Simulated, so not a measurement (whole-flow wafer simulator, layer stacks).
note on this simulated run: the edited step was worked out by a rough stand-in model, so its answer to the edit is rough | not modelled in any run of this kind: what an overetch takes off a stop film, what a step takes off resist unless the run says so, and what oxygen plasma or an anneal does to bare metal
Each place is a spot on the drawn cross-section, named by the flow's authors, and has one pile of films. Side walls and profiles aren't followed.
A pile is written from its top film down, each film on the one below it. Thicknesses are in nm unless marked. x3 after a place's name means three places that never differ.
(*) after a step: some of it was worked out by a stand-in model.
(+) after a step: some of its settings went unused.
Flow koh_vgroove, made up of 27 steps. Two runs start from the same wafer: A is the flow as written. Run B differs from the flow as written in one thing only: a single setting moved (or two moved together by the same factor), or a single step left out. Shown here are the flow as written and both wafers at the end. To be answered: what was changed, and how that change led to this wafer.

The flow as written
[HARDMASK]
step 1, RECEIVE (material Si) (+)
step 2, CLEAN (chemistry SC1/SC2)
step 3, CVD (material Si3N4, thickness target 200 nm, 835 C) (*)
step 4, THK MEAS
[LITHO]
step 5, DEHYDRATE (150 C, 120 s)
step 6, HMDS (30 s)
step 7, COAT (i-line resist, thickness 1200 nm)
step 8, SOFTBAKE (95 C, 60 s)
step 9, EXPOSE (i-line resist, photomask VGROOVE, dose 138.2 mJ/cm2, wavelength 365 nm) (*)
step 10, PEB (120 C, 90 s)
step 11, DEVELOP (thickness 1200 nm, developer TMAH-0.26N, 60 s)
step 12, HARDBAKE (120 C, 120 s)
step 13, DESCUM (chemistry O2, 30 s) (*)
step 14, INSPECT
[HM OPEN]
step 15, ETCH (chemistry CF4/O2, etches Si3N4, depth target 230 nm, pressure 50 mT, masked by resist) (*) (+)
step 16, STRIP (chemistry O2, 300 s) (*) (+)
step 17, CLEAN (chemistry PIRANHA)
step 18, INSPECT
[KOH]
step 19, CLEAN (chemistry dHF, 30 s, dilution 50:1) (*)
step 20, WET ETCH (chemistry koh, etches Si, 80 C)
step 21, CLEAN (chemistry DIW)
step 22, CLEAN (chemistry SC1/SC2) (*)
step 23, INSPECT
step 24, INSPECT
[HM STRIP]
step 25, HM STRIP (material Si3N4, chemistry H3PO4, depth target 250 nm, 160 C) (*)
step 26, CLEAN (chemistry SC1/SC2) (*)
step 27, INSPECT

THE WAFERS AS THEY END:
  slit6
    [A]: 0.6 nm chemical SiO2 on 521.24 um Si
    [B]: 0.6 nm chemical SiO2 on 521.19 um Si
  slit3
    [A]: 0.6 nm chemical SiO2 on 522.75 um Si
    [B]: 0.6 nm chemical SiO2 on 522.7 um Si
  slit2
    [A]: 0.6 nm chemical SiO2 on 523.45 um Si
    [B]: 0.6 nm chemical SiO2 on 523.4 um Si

The reason: step 15, ETCH: depth target 282 nm was run, though the flow has depth target 230 nm.

How this came from the change, step by step:
  step 15, ETCH (chemistry CF4/O2, etches Si3N4, depth target 230 nm, pressure 50 mT, masked by resist) (*) (+)
      slit3, slit2, slit6, slit20: A -200 Si3N4 (all of it), -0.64 chemical SiO2 (all of it), -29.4 Si | B -200 Si3N4 (all of it), -0.64 chemical SiO2 (all of it), -81.4 Si
      field: A -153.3 i-line resist | B -188 i-line resist
  step 16, STRIP (chemistry O2, 300 s) (*) (+)
      field: A -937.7 i-line resist (all of it) | B -903 i-line resist (all of it)
